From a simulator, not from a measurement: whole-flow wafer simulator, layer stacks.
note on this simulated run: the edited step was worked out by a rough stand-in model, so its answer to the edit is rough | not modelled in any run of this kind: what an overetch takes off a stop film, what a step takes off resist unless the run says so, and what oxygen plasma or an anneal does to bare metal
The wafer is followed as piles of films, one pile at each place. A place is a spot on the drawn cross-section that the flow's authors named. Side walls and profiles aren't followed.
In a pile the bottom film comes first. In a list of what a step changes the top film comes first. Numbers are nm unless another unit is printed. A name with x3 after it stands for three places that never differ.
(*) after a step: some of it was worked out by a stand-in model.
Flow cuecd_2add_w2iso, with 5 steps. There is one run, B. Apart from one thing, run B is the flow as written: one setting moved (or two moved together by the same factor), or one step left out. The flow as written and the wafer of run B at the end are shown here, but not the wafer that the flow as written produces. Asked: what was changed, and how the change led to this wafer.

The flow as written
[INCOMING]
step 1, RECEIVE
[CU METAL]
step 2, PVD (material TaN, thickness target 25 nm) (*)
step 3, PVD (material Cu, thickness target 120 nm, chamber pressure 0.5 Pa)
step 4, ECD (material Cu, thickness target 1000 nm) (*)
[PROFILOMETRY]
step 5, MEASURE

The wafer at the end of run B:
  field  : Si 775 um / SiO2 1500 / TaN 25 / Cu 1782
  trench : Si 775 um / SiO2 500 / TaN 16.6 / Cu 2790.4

Cause: step 4, ECD: thickness target 1662 nm was run, while the flow as written has thickness target 1000 nm.

Step by step, how the change led to this:
  step 4, ECD (material Cu, thickness target 1000 nm) (*)
      field: Cu gains 1662 (as written it would have been: Cu gains 1000)
      trench: Cu gains 2709.6 (as written it would have been: Cu gains 2047.6)
